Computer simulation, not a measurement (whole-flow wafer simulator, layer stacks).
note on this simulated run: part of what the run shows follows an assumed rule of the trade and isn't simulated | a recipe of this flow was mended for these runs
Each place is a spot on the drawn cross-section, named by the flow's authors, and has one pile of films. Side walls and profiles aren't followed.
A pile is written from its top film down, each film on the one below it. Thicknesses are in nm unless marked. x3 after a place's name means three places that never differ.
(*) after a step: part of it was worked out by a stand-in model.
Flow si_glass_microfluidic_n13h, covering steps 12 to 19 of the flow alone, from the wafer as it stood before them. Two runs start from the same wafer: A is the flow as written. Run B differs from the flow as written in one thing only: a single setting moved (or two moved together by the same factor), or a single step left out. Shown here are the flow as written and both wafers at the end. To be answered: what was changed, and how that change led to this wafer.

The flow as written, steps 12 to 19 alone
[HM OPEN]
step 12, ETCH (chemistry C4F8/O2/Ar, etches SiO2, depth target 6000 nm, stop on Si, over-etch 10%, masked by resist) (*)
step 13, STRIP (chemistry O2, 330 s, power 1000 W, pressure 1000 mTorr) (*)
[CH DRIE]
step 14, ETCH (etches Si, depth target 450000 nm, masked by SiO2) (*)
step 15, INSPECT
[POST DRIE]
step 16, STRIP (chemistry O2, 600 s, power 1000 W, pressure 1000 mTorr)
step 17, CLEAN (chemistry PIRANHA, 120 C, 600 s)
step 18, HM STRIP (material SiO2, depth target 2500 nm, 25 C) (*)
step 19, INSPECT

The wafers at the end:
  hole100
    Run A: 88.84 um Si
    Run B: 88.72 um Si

Cause: step 12, ETCH: depth target 6864 nm was run, though the flow has depth target 6000 nm.

How this came from the change, step by step:
  step 12, ETCH (chemistry C4F8/O2/Ar, etches SiO2, depth target 6000 nm, stop on Si, over-etch 10%, masked by resist) (*)
      land: A -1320 thick-i-line-resist | B -1510.1 thick-i-line-resist
      hole100: A -6000 SiO2 (all of it), -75 Si | B -6000 SiO2 (all of it), -193.8 Si
  step 13, STRIP (chemistry O2, 330 s, power 1000 W, pressure 1000 mTorr) (*)
      land: A -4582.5 thick-i-line-resist (all of it) | B -4392.4 thick-i-line-resist (all of it)
